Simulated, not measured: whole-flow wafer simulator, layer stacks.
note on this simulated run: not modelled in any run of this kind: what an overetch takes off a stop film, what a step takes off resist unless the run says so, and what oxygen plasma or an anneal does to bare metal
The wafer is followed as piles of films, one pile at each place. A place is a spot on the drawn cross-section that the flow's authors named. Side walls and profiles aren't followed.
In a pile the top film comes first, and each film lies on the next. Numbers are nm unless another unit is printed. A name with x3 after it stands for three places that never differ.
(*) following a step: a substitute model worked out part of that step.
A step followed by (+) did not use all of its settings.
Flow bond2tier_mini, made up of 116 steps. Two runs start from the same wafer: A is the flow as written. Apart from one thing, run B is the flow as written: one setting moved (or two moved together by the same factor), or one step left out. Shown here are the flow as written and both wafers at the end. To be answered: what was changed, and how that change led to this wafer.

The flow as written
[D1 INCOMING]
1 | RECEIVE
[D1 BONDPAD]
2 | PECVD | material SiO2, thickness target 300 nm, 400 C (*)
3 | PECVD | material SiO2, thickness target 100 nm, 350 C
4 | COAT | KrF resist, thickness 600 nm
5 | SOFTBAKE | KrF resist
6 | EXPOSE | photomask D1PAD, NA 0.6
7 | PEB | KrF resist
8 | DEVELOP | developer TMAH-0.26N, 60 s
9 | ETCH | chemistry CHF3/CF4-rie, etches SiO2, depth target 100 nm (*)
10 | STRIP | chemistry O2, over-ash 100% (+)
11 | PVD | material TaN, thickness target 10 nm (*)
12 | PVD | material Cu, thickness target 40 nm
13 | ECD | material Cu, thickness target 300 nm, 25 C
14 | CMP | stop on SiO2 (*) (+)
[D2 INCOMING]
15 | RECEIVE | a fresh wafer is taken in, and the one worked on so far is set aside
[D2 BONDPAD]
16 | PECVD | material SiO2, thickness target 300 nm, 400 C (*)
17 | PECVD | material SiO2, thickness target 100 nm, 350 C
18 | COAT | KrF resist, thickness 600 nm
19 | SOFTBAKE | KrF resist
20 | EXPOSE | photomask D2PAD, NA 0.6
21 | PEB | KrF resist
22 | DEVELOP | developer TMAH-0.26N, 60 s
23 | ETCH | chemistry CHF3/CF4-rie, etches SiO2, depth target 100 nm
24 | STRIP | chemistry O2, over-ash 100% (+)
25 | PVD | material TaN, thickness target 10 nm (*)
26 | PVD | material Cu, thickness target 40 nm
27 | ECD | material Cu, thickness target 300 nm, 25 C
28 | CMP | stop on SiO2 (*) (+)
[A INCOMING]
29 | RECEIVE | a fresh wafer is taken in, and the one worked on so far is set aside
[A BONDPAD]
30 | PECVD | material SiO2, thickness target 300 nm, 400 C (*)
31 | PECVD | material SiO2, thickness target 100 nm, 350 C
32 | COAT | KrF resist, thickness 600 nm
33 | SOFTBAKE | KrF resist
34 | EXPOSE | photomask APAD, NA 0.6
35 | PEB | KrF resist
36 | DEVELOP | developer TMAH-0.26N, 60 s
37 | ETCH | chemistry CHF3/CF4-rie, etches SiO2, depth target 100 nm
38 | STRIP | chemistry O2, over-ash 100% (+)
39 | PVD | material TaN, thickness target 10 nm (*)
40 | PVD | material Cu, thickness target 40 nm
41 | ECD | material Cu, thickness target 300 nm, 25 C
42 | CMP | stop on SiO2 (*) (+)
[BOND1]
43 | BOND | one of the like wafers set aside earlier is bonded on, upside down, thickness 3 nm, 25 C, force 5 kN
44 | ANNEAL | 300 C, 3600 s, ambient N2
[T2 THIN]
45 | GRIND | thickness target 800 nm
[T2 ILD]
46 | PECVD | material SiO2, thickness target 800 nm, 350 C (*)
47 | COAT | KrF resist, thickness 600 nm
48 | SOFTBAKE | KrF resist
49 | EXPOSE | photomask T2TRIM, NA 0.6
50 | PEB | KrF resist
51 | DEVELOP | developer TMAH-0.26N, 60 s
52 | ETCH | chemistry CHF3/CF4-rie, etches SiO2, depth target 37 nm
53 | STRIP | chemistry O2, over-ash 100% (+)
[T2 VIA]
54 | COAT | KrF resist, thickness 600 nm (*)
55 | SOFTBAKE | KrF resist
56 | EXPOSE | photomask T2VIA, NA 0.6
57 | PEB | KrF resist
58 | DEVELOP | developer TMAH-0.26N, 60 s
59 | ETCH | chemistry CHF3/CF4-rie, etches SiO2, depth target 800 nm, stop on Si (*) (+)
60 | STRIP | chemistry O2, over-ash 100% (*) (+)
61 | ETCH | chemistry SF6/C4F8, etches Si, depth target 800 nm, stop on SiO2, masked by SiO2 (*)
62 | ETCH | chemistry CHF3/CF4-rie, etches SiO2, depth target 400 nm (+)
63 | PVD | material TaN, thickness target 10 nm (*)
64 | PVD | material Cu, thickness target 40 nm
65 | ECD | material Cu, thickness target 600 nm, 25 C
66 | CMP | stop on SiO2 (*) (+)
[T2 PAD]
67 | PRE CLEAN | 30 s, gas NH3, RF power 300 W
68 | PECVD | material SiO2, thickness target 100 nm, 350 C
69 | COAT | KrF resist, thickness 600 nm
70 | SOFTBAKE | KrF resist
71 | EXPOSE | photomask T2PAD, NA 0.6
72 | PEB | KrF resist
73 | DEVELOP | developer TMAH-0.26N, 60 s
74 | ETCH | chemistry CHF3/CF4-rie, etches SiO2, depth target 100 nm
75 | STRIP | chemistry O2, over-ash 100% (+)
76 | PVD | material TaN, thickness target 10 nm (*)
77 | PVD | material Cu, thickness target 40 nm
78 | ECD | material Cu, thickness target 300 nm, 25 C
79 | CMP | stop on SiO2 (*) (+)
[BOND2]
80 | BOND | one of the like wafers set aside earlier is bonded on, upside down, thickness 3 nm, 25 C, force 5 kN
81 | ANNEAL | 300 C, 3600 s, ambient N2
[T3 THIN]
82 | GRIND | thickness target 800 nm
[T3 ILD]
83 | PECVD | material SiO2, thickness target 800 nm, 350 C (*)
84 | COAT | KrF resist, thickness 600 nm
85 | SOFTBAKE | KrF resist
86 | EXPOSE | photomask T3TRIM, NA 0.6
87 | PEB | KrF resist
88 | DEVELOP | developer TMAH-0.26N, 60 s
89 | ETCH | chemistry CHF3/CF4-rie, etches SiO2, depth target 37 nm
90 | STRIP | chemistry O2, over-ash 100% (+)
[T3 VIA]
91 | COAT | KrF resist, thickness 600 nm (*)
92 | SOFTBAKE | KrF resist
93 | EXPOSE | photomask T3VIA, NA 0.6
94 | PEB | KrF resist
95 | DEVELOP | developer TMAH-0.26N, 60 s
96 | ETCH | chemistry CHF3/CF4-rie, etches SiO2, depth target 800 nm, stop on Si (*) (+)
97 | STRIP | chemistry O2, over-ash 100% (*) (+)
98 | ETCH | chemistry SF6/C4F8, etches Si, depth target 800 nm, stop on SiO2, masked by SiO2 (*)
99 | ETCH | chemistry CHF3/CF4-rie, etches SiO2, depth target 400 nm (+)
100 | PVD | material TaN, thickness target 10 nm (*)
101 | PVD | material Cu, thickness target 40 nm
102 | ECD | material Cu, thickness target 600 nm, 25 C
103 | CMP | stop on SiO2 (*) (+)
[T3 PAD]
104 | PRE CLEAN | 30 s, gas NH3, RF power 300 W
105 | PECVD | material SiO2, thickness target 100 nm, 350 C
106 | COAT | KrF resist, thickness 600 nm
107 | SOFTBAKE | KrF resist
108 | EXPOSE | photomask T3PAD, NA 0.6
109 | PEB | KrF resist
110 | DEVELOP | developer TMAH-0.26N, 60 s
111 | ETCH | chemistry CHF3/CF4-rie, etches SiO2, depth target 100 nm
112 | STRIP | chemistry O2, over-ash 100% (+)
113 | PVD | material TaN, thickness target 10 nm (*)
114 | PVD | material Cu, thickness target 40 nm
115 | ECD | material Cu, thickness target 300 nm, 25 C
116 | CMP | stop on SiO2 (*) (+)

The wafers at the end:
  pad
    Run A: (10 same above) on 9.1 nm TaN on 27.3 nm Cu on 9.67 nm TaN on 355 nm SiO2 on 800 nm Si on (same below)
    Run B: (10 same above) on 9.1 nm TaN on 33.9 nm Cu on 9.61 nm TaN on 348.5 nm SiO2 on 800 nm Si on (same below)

What caused this: step 52, ETCH: depth target 43.5 nm was run, while the flow as written has depth target 37 nm.

The path from the change to this, step by step:
  52 | ETCH | chemistry CHF3/CF4-rie, etches SiO2, depth target 37 nm
      pad, via: A SiO2 loses 37 | B SiO2 loses 43.5
      field: A KrF resist loses 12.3 | B KrF resist loses 14.5
